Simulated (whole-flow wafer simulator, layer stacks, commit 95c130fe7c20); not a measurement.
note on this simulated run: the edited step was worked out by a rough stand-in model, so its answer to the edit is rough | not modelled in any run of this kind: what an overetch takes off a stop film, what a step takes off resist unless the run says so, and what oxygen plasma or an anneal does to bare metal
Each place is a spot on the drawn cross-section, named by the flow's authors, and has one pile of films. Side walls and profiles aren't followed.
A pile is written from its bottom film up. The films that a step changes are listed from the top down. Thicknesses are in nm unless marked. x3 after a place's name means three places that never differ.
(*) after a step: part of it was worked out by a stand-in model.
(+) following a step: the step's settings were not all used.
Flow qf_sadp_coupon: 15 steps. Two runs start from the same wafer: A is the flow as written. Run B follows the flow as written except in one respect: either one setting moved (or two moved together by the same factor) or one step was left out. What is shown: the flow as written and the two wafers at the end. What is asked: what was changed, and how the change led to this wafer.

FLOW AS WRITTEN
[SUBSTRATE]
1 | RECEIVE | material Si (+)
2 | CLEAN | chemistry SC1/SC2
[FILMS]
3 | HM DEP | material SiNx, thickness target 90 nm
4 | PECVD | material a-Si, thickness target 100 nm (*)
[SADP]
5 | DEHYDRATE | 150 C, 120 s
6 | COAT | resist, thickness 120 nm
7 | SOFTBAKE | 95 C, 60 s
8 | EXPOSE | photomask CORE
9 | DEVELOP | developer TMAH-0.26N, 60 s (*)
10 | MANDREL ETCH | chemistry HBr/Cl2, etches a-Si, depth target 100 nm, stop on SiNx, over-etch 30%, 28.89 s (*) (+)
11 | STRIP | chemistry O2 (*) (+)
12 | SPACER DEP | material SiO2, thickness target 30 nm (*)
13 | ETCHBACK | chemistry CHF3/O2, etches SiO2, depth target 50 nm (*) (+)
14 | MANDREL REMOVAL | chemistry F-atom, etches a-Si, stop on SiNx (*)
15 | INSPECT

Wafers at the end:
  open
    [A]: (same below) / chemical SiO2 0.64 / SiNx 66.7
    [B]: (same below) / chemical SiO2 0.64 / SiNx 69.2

Cause: step 10, MANDREL ETCH: over-etch 12.4% was run, whereas the flow has over-etch 30%.

The path from the change to this, step by step:
  10 | MANDREL ETCH | chemistry HBr/Cl2, etches a-Si, depth target 100 nm, stop on SiNx, over-etch 30%, 28.89 s (*) (+)
      m: A -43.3 resist | B -37.5 resist
      open: A -100 a-Si (all of it), -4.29 SiNx | B -100 a-Si (all of it), -1.77 SiNx
  11 | STRIP | chemistry O2 (*) (+)
      m: A +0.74 chemical SiO2 (new film), -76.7 resist (all of it), -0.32 a-Si | B +0.73 chemical SiO2 (new film), -82.5 resist (all of it), -0.32 a-Si
